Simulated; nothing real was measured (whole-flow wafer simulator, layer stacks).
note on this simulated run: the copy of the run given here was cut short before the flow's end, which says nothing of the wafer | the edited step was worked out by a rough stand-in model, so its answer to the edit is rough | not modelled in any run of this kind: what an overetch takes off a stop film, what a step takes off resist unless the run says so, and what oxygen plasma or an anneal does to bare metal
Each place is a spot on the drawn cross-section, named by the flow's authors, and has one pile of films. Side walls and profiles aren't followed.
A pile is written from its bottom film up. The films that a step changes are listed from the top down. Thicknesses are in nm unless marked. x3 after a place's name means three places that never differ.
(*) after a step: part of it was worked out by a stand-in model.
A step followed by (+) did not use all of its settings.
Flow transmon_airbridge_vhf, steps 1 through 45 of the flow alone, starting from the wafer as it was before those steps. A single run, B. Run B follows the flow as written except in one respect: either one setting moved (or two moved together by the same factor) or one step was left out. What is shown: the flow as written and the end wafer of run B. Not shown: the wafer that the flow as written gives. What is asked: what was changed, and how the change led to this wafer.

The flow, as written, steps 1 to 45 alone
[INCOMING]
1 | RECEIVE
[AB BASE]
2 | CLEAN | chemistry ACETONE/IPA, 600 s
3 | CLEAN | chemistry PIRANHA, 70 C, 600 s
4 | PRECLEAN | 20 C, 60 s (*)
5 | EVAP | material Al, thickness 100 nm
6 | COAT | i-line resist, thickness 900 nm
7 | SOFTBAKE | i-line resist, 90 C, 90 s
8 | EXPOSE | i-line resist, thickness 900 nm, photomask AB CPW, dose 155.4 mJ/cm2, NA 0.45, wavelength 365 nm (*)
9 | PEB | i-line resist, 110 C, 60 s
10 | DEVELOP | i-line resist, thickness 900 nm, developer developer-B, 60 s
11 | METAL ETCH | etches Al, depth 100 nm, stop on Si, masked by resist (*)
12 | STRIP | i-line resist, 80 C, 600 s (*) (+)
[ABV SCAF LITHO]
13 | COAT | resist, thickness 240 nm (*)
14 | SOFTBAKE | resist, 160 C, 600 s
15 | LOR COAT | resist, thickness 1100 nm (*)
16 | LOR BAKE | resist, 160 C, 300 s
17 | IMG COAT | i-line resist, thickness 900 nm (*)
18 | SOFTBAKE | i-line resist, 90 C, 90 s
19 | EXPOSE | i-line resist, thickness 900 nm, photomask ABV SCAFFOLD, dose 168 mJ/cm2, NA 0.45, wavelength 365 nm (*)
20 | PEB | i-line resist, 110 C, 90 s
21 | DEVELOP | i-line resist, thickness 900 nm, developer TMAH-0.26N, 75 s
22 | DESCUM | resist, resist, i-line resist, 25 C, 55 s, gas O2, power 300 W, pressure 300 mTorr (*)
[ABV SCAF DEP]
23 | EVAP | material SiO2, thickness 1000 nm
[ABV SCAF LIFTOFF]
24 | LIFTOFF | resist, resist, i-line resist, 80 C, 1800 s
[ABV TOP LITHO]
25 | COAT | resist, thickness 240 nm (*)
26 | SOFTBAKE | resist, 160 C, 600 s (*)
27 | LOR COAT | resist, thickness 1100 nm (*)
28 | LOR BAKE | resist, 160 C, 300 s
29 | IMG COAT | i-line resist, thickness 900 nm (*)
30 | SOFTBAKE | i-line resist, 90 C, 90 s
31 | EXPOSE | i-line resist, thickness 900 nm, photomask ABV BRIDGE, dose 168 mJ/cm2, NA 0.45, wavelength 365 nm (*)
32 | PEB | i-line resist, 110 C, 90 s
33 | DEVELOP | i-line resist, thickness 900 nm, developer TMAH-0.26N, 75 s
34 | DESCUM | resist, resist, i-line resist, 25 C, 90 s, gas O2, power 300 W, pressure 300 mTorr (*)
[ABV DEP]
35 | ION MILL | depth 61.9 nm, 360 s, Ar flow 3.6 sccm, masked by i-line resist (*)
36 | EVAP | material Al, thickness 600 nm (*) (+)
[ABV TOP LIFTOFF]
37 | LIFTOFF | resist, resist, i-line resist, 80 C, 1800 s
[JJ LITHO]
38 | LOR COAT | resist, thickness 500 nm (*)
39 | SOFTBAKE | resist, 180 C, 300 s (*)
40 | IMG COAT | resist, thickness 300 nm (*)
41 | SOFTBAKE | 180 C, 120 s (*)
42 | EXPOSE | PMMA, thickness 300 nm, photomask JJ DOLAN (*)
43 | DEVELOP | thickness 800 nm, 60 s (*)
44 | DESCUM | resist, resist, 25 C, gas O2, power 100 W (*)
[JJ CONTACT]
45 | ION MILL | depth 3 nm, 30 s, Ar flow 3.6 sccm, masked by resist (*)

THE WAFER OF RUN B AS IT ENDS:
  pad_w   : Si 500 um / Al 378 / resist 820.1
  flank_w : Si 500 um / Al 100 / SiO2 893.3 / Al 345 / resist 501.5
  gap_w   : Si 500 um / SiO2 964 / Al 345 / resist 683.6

What caused this: step 36, EVAP: thickness 345 nm was run, whereas the flow has thickness 600 nm.
The wafer lets one read it off: flank_w has Al 345, and step 36 as written asks for 600 nm.

The path from the change to this, step by step:
  36 | EVAP | material Al, thickness 600 nm (*) (+)
      field x3, jj_line, ground_far and 10 more: Al gains 345 (new film) (as written it would have been: Al gains 600 (new film))
      pad_w, pad_e: Al gains 340 (as written it would have been: Al gains 591.2)
  37 | LIFTOFF | resist, resist, i-line resist, 80 C, 1800 s
      field x3, jj_line, trace_open_s x2: Al loses 345 (all of it), i-line resist loses 600 (all of it), resist loses 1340 (all of it) (as written it would have been: Al loses 600 (all of it), i-line resist loses 600 (all of it), resist loses 1340 (all of it))
      margin_s, margin_n: Al loses 345 (all of it), i-line resist loses 318.3 (all of it), resist loses 992 (all of it) (as written it would have been: Al loses 600 (all of it), i-line resist loses 318.3 (all of it), resist loses 992 (all of it))
      (also at 1 further place)
  38 | LOR COAT | resist, thickness 500 nm (*)
      pad_w, pad_e: resist gains 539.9 (new film) (as written it would have been: resist gains 517 (new film))
      gap_w, gap_e: resist gains 461.1 (new film) (as written it would have been: resist gains 450.7 (new film))
      (also at 4 further places)
  40 | IMG COAT | resist, thickness 300 nm (*)
      pad_w, pad_e: resist gains 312 (as written it would have been: resist gains 300.1)
      flank_w, flank_e: resist gains 220.8 (as written it would have been: resist gains 212.1)
      (also at 4 further places)
